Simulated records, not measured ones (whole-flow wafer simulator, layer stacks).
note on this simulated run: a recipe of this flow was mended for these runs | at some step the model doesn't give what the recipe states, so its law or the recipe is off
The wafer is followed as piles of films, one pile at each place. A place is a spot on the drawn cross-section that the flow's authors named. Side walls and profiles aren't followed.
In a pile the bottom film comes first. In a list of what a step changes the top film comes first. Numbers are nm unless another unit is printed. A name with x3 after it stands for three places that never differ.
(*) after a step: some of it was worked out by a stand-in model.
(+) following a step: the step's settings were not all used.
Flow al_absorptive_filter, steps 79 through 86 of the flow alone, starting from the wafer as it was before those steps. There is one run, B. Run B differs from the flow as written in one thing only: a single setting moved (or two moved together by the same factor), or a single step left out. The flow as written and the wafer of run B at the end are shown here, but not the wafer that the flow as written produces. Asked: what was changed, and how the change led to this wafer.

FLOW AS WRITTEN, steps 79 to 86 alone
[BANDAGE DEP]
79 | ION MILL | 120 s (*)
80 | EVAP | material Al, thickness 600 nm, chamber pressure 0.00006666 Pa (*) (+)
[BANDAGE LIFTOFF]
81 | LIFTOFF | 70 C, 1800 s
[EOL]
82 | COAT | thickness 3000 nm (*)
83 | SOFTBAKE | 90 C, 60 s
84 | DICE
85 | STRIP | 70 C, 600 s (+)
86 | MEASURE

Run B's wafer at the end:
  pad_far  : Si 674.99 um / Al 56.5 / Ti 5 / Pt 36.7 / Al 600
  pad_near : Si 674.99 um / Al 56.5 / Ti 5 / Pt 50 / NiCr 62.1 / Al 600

Cause: step 79, ION MILL: 109 s was run, whereas the flow has 120 s.

How this came from the change, step by step:
  79 | ION MILL | 120 s (*)
      gnd, ledge, res and 9 more: i-line-resist loses 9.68 (in the flow as written it would be: i-line-resist loses 10.7)
      pad_far: Pt loses 13.3 (in the flow as written it would be: Pt loses 14.7)
      (and at 1 other place as well)
